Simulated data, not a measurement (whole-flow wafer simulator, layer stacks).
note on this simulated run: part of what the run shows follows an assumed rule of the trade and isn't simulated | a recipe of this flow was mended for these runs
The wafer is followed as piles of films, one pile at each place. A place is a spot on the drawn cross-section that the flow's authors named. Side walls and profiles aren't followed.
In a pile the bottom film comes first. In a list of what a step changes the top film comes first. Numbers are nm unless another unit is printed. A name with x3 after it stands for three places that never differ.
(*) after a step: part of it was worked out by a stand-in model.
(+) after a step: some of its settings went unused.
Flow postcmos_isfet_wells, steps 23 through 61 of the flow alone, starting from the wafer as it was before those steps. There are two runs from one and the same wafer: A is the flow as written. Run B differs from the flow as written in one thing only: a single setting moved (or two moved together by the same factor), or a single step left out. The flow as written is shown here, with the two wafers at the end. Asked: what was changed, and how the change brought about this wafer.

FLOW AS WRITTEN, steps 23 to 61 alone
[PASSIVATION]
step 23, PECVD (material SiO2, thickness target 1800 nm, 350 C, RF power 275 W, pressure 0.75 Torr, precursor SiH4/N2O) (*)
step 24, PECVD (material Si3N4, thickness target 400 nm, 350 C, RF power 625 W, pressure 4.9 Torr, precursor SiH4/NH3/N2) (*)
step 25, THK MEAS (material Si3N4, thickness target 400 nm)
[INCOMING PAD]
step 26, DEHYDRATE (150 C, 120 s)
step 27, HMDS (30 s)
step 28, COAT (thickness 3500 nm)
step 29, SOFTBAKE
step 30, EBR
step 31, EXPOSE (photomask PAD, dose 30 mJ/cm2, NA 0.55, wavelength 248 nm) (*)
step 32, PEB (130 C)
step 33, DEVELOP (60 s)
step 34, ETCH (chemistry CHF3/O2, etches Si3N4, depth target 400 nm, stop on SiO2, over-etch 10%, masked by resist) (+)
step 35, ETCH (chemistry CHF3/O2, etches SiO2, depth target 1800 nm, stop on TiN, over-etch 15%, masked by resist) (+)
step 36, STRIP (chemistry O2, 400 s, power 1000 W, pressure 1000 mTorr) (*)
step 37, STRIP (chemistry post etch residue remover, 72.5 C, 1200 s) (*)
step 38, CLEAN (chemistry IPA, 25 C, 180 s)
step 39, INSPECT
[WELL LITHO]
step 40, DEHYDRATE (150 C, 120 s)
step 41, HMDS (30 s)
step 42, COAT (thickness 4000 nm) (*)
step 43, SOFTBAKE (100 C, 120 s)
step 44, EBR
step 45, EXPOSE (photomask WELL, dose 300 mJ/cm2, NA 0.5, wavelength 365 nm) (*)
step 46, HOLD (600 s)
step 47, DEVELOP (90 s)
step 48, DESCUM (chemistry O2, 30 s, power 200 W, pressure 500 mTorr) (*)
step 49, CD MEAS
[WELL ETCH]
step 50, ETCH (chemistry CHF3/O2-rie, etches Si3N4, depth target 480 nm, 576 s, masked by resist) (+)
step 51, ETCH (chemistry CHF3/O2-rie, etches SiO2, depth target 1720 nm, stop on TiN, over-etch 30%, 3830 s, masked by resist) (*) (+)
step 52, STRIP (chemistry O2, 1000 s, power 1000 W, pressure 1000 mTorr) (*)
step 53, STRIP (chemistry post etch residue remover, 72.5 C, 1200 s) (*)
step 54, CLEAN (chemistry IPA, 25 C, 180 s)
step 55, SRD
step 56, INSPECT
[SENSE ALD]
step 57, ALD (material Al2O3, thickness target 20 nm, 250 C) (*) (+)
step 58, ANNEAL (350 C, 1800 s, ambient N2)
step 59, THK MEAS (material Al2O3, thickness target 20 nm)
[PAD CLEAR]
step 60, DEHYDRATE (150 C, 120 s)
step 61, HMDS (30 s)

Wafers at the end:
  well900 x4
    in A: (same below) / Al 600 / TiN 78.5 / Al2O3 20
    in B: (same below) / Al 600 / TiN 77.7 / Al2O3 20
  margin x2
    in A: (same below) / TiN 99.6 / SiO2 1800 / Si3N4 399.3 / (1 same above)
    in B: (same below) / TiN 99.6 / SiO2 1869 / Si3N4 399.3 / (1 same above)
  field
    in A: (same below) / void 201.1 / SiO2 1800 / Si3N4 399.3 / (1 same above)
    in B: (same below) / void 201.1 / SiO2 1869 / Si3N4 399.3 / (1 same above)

What caused this: step 23, PECVD: thickness target 1869 nm was run, though the flow has thickness target 1800 nm.
One can read it off the wafer: margin x2 has SiO2 1869, and step 23 as written asks for 1800 nm.

The path from the change to this, step by step:
  step 23, PECVD (material SiO2, thickness target 1800 nm, 350 C, RF power 275 W, pressure 0.75 Torr, precursor SiH4/N2O) (*)
      margin x2, well900 x4, pad_clr, pad_open: A SiO2 gains 1800 (new film) | B SiO2 gains 1869 (new film)
      field: A SiO2 gains 1800 (new film), void gains 201.1 (new film), SiO2 gains 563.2 | B SiO2 gains 1869 (new film), void gains 201.1 (new film), SiO2 gains 563.2
  step 35, ETCH (chemistry CHF3/O2, etches SiO2, depth target 1800 nm, stop on TiN, over-etch 15%, masked by resist) (+)
      pad_open: A SiO2 loses 1780 (all of it), TiN loses 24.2 | B SiO2 loses 1849 (all of it), TiN loses 18.4
  step 43, SOFTBAKE (100 C, 120 s)
      pad_clr: A thick-g/i-line-resist loses 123 | B thick-g/i-line-resist loses 127.9
      pad_open: A thick-g/i-line-resist gains 73 | B thick-g/i-line-resist gains 74.6
  step 51, ETCH (chemistry CHF3/O2-rie, etches SiO2, depth target 1720 nm, stop on TiN, over-etch 30%, 3830 s, masked by resist) (*) (+)
      well900 x4: A SiO2 loses 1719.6 (all of it), TiN loses 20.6 | B SiO2 loses 1788.6 (all of it), TiN loses 21.5
